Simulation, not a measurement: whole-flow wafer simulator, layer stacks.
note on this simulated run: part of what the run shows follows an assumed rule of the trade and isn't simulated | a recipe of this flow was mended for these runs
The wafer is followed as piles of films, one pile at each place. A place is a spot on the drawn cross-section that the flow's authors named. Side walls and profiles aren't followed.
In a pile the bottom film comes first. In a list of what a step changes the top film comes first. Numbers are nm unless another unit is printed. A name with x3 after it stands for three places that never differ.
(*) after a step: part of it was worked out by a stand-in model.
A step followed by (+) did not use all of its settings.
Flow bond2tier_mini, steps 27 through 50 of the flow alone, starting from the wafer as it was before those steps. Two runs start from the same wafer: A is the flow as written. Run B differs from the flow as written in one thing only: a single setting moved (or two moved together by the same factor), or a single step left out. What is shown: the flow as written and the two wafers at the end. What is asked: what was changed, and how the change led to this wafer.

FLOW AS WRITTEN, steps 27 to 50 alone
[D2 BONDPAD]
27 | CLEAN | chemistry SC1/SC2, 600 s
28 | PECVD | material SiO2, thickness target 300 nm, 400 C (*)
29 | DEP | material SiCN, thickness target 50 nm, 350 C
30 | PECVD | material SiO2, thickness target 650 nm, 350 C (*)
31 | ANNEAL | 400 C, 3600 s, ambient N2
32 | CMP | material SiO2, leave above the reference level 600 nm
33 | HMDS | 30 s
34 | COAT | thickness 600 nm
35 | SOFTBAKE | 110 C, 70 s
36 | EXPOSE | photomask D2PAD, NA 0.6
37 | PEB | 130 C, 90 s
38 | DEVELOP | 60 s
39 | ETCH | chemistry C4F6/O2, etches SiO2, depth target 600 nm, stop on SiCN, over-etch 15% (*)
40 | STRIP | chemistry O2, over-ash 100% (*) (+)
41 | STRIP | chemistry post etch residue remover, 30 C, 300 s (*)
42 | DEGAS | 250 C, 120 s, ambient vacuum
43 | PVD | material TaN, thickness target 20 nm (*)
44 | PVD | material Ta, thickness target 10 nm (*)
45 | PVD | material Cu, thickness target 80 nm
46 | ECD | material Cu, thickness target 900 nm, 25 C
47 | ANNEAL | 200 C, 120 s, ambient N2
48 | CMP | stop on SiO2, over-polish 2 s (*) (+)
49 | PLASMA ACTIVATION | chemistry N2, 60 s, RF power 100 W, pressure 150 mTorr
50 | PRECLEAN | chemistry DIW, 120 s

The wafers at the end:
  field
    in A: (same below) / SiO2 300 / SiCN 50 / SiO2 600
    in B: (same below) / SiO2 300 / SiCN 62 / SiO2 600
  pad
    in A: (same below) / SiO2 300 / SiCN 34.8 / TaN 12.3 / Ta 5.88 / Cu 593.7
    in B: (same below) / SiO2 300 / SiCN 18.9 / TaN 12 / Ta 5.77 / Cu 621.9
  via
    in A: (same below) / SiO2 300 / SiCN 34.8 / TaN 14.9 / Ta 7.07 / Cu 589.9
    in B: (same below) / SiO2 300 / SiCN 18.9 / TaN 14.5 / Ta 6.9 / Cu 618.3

The reason: step 29, DEP: thickness target 62 nm was run, whereas the flow has thickness target 50 nm; step 39, ETCH: depth target 744 nm was run, where the flow has depth target 600 nm.
The wafer lets one read it off: field has SiCN 62, and step 29 as written asks for 50 nm.

Step by step, how the change led to this:
  29 | DEP | material SiCN, thickness target 50 nm, 350 C
      field, pad, via: A SiCN gains 50 (new film) | B SiCN gains 62 (new film)
  39 | ETCH | chemistry C4F6/O2, etches SiO2, depth target 600 nm, stop on SiCN, over-etch 15% (*)
      pad, via: A SiO2 loses 600 (all of it), SiCN loses 15.2 | B SiO2 loses 600 (all of it), SiCN loses 43.1
      field: A thick-KrF-resist loses 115 | B thick-KrF-resist loses 142.6
  40 | STRIP | chemistry O2, over-ash 100% (*) (+)
      field: A thick-KrF-resist loses 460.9 (all of it) | B thick-KrF-resist loses 433.3 (all of it)
  45 | PVD | material Cu, thickness target 80 nm
      via: A Cu gains 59 (new film) | B Cu gains 57.6 (new film)
